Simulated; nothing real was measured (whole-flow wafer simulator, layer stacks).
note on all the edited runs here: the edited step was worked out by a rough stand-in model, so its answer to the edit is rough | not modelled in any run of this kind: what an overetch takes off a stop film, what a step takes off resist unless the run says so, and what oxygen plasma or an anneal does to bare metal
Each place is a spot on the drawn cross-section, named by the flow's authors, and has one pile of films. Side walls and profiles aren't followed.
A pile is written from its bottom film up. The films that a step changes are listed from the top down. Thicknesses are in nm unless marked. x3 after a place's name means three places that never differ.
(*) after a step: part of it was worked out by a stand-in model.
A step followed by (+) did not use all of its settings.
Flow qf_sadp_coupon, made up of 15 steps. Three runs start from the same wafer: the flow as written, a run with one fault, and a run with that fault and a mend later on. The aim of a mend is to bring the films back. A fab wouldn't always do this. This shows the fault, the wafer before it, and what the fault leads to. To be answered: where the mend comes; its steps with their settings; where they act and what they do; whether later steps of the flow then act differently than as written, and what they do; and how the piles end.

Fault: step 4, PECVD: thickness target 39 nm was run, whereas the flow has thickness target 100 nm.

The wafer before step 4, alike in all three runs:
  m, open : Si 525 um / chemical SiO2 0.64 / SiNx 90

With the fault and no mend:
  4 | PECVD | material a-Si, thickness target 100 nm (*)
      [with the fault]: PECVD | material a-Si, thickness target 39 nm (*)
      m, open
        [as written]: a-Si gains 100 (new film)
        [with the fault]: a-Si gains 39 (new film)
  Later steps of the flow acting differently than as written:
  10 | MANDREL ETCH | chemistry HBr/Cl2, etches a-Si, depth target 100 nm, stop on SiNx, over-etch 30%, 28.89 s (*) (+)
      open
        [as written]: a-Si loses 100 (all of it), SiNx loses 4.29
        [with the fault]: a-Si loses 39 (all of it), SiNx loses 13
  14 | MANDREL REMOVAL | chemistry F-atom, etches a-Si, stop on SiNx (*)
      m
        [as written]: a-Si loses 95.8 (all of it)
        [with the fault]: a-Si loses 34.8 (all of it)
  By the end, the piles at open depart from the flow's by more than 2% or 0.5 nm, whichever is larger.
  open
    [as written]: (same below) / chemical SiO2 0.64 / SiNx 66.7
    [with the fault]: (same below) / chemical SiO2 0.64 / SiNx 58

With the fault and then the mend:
  The mend follows step 4.
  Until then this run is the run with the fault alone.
  4a | ETCH | chemistry tmah, depth target 44.85 nm
      m, open
        a-Si loses 39 (all of it)
  4b | PECVD | material a-Si, thickness target 100 nm (*) (a further turn of the flow's step 4)
      m, open
        a-Si gains 100 (new film)
  None of the later steps of the flow acts differently than as written at any place that is followed.
  The piles end the same as the flow's at every place that both follow.
